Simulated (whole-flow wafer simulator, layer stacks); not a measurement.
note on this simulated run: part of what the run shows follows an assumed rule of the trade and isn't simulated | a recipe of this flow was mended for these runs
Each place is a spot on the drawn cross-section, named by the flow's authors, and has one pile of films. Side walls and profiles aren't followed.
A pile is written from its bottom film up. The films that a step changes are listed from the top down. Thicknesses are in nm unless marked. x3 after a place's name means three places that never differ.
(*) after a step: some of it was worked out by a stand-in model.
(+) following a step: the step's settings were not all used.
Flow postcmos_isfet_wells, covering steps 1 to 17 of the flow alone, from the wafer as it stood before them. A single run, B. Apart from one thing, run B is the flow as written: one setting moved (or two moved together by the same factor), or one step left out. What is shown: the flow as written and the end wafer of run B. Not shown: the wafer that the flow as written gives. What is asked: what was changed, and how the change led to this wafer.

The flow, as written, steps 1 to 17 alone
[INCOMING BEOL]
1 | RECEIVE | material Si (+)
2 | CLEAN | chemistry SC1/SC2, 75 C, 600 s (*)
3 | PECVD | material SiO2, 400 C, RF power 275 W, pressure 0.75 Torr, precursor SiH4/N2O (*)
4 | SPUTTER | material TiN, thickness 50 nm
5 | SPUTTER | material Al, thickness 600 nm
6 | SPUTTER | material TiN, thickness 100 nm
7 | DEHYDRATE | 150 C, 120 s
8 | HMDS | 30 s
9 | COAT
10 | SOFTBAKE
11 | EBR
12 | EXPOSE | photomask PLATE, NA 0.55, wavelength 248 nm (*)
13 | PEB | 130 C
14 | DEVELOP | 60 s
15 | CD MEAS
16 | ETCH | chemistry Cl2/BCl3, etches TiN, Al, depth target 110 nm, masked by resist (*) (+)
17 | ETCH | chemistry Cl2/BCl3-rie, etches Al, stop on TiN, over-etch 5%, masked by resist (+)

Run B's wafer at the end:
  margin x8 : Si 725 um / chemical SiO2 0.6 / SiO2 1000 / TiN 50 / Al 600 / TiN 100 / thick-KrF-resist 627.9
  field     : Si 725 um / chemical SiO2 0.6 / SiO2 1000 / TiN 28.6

Cause: step 17, ETCH: over-etch 5.8% was run, while the flow as written has over-etch 5%.

The path from the change to this, step by step:
  17 | ETCH | chemistry Cl2/BCl3-rie, etches Al, stop on TiN, over-etch 5%, masked by resist (+)
      field: Al loses 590 (all of it), TiN loses 21.4 (in the flow as written it would be: Al loses 590 (all of it), TiN loses 18.4)
